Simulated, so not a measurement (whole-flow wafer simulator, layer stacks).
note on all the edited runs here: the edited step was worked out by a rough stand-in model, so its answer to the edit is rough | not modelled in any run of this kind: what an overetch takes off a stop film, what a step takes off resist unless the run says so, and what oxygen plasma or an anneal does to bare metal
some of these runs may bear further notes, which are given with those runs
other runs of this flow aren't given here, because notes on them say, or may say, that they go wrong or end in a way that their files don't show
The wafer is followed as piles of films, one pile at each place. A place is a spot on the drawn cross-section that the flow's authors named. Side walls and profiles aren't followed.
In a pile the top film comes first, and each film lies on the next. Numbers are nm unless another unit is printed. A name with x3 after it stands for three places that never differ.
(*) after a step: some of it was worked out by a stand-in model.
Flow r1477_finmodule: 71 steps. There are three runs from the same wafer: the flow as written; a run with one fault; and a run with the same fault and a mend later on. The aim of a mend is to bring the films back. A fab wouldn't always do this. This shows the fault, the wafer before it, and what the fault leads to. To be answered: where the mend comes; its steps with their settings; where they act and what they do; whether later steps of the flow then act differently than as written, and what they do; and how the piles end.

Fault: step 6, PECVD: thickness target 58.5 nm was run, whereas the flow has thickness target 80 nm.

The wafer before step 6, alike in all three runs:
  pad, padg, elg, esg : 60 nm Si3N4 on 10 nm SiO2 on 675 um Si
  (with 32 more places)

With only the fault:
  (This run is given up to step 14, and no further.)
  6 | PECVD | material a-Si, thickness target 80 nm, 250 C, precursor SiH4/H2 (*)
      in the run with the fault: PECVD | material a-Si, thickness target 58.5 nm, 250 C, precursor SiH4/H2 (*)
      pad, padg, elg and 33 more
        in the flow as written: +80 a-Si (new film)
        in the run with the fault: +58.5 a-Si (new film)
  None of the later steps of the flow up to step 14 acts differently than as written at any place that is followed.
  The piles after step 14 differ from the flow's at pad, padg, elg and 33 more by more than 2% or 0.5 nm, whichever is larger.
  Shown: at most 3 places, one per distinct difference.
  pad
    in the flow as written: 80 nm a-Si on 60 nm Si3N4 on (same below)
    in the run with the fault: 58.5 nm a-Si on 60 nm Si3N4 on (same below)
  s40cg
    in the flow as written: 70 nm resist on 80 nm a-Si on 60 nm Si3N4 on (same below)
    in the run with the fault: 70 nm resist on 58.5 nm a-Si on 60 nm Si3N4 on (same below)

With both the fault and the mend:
  The mend stands after step 7.
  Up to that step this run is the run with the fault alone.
  7a | ETCH | chemistry tmah, depth target 67.27 nm
      pad, padg, elg and 33 more
        -58.5 a-Si (all of it)
  7b | PECVD | material a-Si, thickness target 80 nm, 250 C, precursor SiH4/H2 (*) (the flow's step 6, run once more)
      pad, padg, elg and 33 more
        +80 a-Si (new film)
  None of the later steps of the flow acts differently than as written at any place that is followed.
  The piles end the same as the flow's at every place that both follow.
